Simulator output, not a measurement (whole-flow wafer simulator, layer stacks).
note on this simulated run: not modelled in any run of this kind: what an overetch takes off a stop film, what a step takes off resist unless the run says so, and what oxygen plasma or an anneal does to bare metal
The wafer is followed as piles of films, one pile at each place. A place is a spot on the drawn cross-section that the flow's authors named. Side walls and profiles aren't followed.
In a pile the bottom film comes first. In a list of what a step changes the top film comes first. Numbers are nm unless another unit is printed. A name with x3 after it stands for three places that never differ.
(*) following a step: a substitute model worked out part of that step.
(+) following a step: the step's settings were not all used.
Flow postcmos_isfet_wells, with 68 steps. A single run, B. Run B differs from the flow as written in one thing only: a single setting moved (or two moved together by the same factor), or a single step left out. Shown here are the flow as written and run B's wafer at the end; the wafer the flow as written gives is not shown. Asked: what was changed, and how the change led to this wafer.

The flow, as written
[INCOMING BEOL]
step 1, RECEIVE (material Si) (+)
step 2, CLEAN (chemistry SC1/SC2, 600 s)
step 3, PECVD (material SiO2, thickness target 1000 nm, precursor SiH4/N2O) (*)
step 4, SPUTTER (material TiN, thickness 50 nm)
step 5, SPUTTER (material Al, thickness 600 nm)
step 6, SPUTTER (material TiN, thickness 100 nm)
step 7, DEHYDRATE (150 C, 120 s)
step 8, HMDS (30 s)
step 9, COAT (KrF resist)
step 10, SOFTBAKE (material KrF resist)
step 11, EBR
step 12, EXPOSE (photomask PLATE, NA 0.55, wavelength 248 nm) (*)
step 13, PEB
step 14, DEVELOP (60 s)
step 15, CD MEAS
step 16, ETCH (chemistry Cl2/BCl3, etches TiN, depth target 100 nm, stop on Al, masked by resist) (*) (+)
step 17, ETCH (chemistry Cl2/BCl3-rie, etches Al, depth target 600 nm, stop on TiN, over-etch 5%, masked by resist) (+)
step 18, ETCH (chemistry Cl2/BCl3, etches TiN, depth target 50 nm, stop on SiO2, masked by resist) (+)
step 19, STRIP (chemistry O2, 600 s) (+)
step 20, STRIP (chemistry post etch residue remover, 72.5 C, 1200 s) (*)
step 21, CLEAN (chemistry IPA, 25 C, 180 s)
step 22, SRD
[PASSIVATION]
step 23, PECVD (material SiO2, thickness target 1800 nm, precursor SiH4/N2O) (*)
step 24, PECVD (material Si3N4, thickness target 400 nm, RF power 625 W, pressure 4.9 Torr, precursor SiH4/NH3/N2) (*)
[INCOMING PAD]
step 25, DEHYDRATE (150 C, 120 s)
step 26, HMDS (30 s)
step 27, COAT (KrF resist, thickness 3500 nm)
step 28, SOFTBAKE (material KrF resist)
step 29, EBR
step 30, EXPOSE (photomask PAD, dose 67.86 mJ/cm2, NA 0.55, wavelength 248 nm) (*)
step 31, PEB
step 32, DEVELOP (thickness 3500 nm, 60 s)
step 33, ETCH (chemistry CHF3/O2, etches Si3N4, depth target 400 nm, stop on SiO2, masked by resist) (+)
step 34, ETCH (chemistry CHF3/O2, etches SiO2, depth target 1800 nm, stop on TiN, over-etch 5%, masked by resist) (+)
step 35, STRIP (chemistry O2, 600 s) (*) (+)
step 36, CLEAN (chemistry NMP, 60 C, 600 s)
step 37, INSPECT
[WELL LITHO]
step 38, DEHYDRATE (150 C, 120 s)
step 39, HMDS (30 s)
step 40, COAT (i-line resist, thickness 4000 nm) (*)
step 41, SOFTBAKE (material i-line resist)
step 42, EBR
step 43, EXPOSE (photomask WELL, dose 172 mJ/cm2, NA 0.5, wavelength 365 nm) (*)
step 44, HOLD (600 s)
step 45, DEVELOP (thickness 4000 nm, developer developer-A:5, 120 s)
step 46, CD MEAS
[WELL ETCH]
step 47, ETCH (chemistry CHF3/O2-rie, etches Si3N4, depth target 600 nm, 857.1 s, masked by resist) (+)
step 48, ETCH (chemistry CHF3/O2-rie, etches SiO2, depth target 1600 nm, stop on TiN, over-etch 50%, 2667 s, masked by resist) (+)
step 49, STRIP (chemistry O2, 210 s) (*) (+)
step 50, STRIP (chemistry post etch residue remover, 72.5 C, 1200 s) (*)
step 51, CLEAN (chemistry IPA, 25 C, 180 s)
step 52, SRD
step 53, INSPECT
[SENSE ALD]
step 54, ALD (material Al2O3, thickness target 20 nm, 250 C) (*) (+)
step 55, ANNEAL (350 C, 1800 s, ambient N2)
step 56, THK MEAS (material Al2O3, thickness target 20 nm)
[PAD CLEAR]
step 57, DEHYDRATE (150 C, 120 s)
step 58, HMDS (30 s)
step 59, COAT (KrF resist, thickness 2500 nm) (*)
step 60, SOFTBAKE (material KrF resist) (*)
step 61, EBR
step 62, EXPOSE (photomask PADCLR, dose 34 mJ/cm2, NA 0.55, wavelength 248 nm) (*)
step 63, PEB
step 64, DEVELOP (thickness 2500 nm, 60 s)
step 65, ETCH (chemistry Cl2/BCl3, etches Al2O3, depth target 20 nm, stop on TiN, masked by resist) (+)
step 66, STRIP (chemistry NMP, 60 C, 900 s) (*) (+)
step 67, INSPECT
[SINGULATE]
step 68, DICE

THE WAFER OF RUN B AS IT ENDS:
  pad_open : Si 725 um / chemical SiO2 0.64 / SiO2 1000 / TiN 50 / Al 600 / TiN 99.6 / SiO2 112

Cause: step 34, ETCH: depth target 1688 nm was run, while the flow as written has depth target 1800 nm.

The path from the change to this, step by step:
  step 34, ETCH (chemistry CHF3/O2, etches SiO2, depth target 1800 nm, stop on TiN, over-etch 5%, masked by resist) (+)
      pad_open: SiO2 loses 1688 (as written it would have been: SiO2 loses 1800 (all of it))
      field, margin, well900, well1300, well2000, well3000, pad_rim, pad_clr: KrF resist loses 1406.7 (as written it would have been: KrF resist loses 1500)
  step 35, STRIP (chemistry O2, 600 s) (*) (+)
      field, margin, well900, well1300, well2000, well3000, pad_rim, pad_clr: KrF resist loses 1731.8 (all of it) (as written it would have been: KrF resist loses 1638.4 (all of it))
  step 41, SOFTBAKE (material i-line resist)
      pad_clr: i-line resist loses 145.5 (as written it would have been: i-line resist loses 156.7)
      pad_open: i-line resist gains 110.4 (as written it would have been: i-line resist gains 115.3)
  step 49, STRIP (chemistry O2, 210 s) (*) (+)
      pad_clr: i-line resist loses 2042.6 (all of it) (as written it would have been: i-line resist loses 1996.5 (all of it))
  step 59, COAT (KrF resist, thickness 2500 nm) (*)
      pad_clr: KrF resist gains 1729.2 (new film) (as written it would have been: KrF resist gains 1691.6 (new film))
  step 64, DEVELOP (thickness 2500 nm, 60 s)
      pad_clr: KrF resist loses 1720.1 (all of it) (as written it would have been: KrF resist loses 1682 (all of it))
